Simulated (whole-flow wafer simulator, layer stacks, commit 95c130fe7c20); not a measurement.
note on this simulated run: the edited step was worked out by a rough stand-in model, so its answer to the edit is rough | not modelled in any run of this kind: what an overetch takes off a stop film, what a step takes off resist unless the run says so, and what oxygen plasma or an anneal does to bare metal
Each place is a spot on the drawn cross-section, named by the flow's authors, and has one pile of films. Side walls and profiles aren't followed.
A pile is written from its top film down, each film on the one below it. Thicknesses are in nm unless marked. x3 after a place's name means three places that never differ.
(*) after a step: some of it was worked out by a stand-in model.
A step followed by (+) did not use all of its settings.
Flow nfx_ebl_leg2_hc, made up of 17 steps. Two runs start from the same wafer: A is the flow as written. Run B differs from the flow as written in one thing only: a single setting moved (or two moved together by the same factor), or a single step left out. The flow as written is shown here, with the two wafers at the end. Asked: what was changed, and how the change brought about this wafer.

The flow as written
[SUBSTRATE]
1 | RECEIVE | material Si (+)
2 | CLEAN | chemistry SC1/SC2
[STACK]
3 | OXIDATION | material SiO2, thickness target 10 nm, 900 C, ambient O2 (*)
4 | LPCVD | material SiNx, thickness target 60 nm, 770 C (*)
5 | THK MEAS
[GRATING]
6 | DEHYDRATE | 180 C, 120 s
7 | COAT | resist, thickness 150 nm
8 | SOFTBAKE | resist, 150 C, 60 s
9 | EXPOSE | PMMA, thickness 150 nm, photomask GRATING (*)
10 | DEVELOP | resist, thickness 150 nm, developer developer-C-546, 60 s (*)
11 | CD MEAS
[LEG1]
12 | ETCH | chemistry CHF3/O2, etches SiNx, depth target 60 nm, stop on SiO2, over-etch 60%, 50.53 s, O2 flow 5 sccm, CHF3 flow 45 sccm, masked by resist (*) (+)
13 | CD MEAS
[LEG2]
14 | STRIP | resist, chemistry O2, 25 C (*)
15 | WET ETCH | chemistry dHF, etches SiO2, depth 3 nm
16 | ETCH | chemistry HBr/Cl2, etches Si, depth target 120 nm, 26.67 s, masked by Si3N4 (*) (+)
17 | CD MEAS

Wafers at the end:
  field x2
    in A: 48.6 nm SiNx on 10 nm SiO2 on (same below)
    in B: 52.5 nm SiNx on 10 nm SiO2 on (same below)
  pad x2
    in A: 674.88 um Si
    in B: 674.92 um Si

Cause: step 16, ETCH: depth target 78.7 nm was run, whereas the flow has depth target 120 nm; step 16, ETCH: 17.49 s was run, where the flow has 26.67 s.

The path from the change to this, step by step:
  16 | ETCH | chemistry HBr/Cl2, etches Si, depth target 120 nm, 26.67 s, masked by Si3N4 (*) (+)
      field x2: A -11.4 SiNx | B -7.5 SiNx
      pad x2: A -120 Si | B -78.7 Si
